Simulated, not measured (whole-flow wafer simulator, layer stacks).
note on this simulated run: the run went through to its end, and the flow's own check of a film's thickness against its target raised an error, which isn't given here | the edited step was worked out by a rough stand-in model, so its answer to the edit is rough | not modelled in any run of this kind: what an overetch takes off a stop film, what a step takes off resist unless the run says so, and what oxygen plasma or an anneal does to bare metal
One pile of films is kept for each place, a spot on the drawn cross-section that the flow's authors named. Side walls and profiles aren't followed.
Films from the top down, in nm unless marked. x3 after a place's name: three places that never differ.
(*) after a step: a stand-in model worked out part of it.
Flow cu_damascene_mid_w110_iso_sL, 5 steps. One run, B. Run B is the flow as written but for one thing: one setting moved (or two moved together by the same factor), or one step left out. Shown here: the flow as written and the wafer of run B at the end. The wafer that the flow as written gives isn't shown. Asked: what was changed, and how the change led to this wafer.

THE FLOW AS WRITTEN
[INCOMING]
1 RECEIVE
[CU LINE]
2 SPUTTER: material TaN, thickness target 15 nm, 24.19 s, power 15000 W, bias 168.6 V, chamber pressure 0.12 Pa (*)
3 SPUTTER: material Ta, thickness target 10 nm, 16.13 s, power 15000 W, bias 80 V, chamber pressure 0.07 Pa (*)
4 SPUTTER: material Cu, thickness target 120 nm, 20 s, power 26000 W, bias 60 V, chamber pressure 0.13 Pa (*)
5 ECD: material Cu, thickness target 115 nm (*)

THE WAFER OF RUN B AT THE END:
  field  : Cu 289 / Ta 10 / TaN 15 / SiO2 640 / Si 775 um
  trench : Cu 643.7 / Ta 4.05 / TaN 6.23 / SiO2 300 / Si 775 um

The cause: step 4, SPUTTER: thickness target 174 nm was run, where the flow has thickness target 120 nm; step 4, SPUTTER: 29 s was run, where the flow has 20 s.

How the change led to this, step by step:
  4 SPUTTER: material Cu, thickness target 120 nm, 20 s, power 26000 W, bias 60 V, chamber pressure 0.13 Pa (*)
      field: Cu +174 (new film) (as written it would be: Cu +120 (new film))
      trench: Cu +72.4 (new film) (as written it would be: Cu +49.9 (new film))
  5 ECD: material Cu, thickness target 115 nm (*)
      trench: Cu +571.3 (as written it would be: Cu +539.8)
